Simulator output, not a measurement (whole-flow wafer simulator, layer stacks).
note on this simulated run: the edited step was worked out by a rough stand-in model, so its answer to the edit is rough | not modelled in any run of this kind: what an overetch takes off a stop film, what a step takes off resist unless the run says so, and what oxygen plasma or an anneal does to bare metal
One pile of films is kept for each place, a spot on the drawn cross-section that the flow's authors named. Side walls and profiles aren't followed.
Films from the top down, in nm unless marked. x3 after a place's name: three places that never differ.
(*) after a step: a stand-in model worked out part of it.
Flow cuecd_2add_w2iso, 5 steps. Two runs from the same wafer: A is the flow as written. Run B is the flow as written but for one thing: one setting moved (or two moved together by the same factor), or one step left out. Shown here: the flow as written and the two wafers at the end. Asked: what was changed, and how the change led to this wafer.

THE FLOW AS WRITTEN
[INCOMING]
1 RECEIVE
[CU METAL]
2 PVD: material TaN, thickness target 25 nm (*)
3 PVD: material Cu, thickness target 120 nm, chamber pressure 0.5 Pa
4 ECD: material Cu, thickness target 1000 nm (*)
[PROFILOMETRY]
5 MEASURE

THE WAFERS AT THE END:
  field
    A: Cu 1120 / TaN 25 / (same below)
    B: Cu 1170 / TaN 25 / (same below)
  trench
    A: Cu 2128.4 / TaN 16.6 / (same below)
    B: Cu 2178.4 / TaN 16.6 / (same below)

The cause: step 4, ECD: thickness target 1050 nm was run, where the flow has thickness target 1000 nm.

How the change led to this, step by step:
  4 ECD: material Cu, thickness target 1000 nm (*)
      field: A Cu +1000 | B Cu +1050
      trench: A Cu +2047.6 | B Cu +2097.6
